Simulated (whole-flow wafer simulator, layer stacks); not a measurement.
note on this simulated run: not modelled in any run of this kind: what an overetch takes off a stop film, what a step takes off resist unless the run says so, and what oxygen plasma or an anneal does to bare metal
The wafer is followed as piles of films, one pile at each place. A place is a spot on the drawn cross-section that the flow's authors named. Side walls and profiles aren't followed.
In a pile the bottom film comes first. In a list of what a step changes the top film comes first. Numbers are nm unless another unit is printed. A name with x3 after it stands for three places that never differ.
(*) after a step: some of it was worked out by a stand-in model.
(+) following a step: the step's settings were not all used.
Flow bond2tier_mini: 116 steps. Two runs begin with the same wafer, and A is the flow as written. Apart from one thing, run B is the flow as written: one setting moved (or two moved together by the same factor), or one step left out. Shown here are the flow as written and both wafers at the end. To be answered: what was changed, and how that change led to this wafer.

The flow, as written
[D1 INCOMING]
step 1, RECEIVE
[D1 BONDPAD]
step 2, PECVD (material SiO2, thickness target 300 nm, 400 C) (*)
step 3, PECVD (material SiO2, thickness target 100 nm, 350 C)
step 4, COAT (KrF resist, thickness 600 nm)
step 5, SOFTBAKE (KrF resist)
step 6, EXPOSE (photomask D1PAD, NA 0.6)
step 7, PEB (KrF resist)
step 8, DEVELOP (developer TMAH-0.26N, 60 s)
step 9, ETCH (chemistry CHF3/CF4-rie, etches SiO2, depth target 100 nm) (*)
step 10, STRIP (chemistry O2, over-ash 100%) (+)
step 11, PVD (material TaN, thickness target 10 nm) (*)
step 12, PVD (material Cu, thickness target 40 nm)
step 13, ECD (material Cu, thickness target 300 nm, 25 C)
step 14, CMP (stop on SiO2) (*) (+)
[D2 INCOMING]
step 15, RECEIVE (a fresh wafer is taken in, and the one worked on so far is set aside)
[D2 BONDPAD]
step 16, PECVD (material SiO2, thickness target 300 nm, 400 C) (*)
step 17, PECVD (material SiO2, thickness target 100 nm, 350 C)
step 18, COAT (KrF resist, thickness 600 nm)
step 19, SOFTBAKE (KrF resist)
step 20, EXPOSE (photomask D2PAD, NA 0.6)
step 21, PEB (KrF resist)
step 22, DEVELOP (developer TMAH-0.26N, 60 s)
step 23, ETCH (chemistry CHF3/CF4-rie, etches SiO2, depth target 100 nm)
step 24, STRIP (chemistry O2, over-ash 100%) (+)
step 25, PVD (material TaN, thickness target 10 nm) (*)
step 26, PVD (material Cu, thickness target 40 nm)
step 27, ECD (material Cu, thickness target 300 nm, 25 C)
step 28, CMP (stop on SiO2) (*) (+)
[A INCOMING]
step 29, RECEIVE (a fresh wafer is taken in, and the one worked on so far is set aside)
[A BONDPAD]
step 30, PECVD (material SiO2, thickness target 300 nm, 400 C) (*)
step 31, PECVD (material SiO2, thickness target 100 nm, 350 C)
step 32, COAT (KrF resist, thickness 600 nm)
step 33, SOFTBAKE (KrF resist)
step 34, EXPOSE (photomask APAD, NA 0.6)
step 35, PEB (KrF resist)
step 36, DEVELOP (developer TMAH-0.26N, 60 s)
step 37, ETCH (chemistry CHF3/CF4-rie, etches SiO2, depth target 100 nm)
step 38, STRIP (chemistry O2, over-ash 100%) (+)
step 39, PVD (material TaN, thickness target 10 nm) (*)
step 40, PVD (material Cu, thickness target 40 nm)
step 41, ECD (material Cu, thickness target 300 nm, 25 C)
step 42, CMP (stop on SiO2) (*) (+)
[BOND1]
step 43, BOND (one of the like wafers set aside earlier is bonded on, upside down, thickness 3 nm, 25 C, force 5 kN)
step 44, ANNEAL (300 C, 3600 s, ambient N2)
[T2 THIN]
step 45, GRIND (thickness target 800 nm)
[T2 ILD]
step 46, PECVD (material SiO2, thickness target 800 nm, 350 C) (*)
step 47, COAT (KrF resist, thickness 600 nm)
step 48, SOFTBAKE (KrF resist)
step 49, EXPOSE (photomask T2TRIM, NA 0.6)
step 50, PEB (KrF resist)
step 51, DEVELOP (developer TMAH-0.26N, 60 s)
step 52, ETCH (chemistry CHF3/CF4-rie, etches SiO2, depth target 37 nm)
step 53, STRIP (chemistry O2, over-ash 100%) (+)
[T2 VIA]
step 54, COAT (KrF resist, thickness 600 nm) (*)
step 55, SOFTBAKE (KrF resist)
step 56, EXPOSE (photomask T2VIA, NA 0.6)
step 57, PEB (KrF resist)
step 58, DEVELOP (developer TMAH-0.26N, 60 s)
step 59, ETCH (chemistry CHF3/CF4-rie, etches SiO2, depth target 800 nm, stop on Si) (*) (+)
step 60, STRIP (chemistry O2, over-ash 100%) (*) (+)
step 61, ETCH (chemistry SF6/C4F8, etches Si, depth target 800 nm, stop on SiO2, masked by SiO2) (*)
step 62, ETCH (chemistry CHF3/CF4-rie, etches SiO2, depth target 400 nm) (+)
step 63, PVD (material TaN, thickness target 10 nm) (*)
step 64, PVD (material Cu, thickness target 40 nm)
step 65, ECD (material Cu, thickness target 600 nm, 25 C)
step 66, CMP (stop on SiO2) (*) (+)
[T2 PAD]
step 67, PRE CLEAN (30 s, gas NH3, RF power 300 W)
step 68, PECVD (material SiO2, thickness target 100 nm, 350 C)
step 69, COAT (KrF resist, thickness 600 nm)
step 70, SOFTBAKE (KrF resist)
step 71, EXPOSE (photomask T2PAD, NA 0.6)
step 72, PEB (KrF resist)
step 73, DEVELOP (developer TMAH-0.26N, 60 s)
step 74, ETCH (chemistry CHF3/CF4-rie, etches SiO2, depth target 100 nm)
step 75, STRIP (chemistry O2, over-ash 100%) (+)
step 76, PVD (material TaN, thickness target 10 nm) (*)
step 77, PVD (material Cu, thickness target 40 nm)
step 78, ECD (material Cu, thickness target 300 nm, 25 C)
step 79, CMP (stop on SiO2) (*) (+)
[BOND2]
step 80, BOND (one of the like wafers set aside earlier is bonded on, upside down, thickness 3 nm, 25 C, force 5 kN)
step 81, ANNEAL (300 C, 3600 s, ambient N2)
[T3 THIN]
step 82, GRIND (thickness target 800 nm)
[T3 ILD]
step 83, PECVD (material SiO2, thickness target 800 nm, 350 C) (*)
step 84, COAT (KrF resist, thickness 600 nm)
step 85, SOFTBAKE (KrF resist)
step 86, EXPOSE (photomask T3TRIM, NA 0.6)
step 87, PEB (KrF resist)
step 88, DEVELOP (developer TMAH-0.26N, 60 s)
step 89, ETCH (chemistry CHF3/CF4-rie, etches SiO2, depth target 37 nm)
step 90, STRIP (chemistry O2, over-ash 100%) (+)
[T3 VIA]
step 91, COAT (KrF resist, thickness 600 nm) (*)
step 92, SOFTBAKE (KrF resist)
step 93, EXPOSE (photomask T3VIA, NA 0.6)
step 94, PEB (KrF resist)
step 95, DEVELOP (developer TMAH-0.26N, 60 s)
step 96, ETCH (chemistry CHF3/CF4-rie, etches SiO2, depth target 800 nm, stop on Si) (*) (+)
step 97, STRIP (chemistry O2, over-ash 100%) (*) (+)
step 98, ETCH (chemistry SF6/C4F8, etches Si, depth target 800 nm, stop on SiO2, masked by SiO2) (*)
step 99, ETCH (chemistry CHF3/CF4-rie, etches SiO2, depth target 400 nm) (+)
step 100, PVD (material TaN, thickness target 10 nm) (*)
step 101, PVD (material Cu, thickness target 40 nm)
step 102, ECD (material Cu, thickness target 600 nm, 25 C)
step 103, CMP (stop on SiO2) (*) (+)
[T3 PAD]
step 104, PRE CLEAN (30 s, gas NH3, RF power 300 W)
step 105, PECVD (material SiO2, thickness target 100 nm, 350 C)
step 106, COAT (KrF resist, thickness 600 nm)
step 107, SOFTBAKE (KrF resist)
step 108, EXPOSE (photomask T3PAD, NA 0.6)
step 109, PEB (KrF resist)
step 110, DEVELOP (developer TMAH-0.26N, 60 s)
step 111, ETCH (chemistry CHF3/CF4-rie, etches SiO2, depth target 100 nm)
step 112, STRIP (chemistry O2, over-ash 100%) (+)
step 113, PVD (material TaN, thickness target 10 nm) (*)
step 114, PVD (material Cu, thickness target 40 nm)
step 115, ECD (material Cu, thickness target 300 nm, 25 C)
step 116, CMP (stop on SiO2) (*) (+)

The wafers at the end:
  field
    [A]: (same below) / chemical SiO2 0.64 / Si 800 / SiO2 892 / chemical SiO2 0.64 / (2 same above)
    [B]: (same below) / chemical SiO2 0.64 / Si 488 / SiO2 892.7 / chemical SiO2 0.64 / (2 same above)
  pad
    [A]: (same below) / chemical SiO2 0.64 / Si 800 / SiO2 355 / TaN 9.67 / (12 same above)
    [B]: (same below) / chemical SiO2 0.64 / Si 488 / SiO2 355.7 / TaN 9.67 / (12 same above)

The reason: step 45, GRIND: thickness target 488 nm was run, while the flow as written has thickness target 800 nm.
One can read it off the wafer: field has Si 488, and step 45 as written asks for 800 nm.

How this came from the change, step by step:
  step 45, GRIND (thickness target 800 nm)
      field, pad, via: A Si loses 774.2 um | B Si loses 774.51 um
  step 61, ETCH (chemistry SF6/C4F8, etches Si, depth target 800 nm, stop on SiO2, masked by SiO2) (*)
      field, pad: A SiO2 loses 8 | B SiO2 loses 7.32
